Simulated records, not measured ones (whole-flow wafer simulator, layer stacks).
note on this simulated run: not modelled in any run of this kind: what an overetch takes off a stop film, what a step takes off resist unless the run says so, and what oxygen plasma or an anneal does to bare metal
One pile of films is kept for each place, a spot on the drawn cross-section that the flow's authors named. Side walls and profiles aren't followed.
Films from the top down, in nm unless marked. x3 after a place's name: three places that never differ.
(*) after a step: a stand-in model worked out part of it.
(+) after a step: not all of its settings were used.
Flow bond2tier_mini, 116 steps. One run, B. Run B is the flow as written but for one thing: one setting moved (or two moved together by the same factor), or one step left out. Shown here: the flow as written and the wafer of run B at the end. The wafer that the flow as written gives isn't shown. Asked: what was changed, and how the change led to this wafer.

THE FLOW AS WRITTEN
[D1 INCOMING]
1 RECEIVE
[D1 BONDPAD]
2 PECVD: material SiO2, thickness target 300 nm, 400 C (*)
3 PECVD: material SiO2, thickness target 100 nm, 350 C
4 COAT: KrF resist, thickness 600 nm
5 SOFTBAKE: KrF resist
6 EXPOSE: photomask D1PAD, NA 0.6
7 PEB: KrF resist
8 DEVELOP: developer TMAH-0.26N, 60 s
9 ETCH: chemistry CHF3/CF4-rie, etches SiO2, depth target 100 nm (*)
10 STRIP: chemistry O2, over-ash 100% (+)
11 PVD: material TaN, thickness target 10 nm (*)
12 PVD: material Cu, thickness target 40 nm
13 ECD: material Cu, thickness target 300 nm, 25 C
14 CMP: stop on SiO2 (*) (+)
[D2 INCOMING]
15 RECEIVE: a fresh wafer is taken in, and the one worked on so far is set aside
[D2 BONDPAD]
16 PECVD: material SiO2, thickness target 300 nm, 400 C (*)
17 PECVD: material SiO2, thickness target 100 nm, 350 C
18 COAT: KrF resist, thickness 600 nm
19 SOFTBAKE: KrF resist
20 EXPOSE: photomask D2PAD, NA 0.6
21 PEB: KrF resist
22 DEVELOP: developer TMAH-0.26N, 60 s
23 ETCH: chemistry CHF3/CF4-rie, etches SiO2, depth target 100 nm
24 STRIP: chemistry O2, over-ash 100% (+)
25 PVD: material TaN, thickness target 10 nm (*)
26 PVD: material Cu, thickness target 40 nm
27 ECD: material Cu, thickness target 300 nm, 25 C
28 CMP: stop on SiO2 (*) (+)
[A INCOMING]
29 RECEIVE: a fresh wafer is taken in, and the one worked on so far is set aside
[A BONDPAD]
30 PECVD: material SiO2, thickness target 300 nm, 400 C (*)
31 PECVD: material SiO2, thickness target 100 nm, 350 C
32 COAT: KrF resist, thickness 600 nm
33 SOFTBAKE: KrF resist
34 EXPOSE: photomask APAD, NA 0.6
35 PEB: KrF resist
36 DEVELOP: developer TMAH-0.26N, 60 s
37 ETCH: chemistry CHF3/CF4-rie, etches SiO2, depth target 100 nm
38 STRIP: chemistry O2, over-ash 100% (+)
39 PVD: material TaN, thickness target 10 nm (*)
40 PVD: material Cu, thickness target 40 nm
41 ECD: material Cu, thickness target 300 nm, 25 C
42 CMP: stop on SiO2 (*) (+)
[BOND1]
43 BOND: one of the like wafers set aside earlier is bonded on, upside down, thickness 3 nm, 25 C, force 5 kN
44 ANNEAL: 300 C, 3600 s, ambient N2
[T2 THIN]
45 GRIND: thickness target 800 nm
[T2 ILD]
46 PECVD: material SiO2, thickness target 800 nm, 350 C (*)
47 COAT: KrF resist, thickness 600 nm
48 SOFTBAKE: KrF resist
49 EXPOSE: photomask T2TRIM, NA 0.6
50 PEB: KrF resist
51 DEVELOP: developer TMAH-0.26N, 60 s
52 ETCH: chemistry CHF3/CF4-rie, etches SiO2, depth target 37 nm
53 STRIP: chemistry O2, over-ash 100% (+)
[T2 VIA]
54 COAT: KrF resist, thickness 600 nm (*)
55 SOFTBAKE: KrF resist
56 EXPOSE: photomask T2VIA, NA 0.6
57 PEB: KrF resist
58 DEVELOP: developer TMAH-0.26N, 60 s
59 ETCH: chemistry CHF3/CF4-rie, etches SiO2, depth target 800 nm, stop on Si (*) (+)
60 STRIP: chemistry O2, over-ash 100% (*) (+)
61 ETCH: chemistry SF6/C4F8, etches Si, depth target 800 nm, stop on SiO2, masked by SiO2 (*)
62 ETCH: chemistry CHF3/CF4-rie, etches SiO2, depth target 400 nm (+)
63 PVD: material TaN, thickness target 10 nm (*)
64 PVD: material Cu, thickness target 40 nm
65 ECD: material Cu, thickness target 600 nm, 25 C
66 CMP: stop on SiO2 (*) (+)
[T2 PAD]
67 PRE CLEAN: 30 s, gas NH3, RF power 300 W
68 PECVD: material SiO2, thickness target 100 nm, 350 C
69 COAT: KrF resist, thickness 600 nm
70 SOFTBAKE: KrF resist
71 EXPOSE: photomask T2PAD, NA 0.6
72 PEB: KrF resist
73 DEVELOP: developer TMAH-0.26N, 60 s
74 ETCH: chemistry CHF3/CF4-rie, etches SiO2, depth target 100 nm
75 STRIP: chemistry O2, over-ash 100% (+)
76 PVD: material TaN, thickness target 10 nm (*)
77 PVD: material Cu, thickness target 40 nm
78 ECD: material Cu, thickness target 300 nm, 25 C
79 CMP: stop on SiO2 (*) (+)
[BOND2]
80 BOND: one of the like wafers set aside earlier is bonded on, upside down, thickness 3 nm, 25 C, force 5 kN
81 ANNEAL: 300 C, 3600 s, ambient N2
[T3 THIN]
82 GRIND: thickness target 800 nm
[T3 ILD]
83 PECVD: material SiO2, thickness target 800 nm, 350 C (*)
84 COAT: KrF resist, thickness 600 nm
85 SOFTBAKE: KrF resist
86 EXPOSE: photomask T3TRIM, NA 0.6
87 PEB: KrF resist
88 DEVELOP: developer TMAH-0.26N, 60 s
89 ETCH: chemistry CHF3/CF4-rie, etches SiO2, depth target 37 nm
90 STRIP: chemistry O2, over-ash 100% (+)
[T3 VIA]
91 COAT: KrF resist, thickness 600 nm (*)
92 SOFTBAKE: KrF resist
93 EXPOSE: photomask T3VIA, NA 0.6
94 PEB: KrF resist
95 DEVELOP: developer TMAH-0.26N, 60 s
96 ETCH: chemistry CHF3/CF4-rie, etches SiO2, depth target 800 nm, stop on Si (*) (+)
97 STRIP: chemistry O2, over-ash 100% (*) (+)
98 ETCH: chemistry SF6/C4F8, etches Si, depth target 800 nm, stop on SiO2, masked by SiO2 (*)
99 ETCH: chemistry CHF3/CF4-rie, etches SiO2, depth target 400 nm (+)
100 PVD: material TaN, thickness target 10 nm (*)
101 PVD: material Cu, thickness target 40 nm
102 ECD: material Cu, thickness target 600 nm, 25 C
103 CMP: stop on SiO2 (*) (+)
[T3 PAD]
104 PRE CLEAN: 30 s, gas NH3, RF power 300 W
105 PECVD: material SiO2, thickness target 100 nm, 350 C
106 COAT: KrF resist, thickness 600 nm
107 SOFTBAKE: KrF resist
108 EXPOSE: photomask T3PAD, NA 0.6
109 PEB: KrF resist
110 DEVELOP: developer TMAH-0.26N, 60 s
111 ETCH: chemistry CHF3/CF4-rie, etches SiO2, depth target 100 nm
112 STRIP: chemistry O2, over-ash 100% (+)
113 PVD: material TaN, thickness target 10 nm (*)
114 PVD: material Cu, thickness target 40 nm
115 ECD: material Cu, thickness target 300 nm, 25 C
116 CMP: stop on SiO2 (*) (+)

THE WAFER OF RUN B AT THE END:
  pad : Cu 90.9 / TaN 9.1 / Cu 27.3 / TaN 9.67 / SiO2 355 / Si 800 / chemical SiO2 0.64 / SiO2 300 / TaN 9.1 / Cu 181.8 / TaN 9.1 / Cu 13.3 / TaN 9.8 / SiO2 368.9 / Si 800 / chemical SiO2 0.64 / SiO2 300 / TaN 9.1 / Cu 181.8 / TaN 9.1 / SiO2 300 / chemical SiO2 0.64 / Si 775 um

The cause: step 52, ETCH: depth target 23.1 nm was run, where the flow has depth target 37 nm.

How the change led to this, step by step:
  52 ETCH: chemistry CHF3/CF4-rie, etches SiO2, depth target 37 nm
      pad, via: SiO2 -23.1 (as written it would be: SiO2 -37)
      field: KrF resist -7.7 (as written it would be: KrF resist -12.3)
  65 ECD: material Cu, thickness target 600 nm, 25 C
      pad: Cu +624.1 (as written it would be: Cu +638.7)
